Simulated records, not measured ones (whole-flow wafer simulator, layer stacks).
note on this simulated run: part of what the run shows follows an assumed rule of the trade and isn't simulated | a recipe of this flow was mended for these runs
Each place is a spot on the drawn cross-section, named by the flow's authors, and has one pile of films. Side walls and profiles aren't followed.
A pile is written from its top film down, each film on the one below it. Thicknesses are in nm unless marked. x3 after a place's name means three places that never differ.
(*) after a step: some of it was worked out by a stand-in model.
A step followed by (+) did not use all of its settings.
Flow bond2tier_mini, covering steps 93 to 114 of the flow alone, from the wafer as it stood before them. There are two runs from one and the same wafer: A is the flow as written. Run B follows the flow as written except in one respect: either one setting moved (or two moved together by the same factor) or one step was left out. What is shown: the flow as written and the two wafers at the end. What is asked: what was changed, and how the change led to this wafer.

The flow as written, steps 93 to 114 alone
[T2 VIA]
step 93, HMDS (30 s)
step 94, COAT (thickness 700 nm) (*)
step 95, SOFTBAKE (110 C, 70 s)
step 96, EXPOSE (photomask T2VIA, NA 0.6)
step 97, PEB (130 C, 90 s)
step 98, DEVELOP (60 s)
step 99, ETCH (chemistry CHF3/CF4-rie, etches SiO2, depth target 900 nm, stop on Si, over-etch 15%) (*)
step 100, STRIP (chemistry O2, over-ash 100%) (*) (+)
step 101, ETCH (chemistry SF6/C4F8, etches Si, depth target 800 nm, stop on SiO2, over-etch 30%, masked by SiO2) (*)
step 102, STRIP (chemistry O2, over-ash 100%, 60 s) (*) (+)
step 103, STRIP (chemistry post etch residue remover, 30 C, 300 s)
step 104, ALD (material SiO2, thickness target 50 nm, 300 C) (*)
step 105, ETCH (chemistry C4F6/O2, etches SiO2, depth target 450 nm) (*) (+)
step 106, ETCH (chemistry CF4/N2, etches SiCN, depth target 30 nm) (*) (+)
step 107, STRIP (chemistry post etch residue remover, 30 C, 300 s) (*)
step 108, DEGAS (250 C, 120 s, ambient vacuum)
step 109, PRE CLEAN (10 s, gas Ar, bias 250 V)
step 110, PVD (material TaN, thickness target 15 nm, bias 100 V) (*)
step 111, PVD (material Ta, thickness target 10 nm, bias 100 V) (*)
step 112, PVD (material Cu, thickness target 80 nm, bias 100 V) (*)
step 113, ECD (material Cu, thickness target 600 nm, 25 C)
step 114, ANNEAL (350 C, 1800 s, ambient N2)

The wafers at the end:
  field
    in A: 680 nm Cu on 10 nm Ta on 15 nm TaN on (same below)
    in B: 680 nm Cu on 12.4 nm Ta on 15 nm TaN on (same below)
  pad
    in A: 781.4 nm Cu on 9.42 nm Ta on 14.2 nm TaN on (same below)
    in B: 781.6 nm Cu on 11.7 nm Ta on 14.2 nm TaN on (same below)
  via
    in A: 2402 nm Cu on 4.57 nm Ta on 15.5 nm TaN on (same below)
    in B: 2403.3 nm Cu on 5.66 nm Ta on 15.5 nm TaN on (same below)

What caused this: step 111, PVD: thickness target 12.4 nm was run, though the flow has thickness target 10 nm.
One can read it off the wafer: field has Ta 12.4, and step 111 as written asks for 10 nm.

The path from the change to this, step by step:
  step 111, PVD (material Ta, thickness target 10 nm, bias 100 V) (*)
      field: A +10 Ta (new film) | B +12.4 Ta (new film)
      pad: A +9.42 Ta (new film) | B +11.7 Ta (new film)
      (as well as at 1 more place)
